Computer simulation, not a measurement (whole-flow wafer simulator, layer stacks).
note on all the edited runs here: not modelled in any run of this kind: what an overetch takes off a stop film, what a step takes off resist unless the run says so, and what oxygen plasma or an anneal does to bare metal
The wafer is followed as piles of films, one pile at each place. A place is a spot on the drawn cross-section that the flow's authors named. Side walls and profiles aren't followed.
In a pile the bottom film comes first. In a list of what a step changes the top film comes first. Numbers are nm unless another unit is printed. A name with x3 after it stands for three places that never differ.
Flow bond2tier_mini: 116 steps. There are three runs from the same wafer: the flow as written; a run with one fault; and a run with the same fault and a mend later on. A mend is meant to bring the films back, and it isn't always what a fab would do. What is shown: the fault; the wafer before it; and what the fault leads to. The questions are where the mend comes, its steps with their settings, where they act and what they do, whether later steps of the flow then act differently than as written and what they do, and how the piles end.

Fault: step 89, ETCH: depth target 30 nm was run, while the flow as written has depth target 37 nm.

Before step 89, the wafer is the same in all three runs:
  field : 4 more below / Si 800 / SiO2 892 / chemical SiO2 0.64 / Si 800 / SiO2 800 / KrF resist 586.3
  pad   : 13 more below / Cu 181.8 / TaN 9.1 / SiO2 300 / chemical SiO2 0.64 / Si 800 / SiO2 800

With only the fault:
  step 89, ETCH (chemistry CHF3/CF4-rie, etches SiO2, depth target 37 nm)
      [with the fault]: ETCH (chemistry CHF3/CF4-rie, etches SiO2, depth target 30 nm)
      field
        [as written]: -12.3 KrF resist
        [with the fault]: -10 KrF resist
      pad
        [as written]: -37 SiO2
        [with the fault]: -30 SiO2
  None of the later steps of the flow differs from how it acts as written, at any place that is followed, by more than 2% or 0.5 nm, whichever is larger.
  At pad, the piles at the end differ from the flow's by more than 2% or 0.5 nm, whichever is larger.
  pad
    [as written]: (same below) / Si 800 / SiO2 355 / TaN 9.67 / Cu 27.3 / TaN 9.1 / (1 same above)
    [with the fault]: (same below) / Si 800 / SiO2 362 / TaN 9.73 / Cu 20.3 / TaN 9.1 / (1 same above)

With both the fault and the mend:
  The mend stands after step 89.
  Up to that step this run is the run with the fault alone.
  step 89a, ETCH (chemistry CHF3/CF4-rie, etches SiO2, depth target 7 nm) (the flow's step 89, run once more with other settings)
      field
        -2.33 KrF resist
      pad
        -7 SiO2
  None of the later steps of the flow acts differently than as written at any place that is followed.
  By the end, the piles equal the flow's at every place that both follow.
